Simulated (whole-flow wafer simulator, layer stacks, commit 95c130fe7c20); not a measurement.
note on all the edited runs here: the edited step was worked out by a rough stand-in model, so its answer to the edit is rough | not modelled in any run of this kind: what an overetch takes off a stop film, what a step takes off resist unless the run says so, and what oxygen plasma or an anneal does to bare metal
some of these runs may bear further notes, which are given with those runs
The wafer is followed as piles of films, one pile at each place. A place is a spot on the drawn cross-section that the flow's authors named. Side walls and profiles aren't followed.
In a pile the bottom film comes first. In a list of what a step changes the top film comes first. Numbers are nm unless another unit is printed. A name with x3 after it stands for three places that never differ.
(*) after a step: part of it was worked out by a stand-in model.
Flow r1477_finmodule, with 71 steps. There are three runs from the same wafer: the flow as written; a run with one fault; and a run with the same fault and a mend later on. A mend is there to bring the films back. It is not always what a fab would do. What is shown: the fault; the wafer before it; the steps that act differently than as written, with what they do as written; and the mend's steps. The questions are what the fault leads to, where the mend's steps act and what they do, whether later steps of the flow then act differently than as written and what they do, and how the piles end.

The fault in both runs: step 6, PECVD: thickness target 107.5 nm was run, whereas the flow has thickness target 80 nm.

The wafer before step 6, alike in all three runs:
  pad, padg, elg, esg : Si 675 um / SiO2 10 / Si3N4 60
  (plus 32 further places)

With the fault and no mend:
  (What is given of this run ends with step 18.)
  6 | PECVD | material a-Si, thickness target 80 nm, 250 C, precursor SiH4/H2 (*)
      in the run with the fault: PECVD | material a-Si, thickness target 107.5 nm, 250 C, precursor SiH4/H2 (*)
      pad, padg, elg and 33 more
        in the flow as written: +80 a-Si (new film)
        in the run with the fault: +107.5 a-Si (new film)
  Later steps of the flow acting differently than as written:
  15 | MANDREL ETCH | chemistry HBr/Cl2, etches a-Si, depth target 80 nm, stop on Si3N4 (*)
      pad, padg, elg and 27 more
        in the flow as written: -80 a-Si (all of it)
        in the run with the fault: -80 a-Si
  Once step 18 is done, the piles at pad, padg, elg and 33 more depart from the flow's by more than 2% or 0.5 nm, whichever is larger.
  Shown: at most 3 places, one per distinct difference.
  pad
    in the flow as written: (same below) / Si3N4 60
    in the run with the fault: (same below) / Si3N4 60 / a-Si 27.5
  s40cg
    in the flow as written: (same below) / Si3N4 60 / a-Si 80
    in the run with the fault: (same below) / Si3N4 60 / a-Si 107.5

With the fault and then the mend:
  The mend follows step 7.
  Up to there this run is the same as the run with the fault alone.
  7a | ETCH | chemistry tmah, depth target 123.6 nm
      pad, padg, elg and 33 more
        -107.5 a-Si (all of it)
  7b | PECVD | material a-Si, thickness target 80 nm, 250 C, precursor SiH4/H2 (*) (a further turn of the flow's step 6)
      pad, padg, elg and 33 more
        +80 a-Si (new film)
  Every later step of the flow that is run acts as written at every place that is followed.
  The piles end the same as the flow's at every place that both follow.
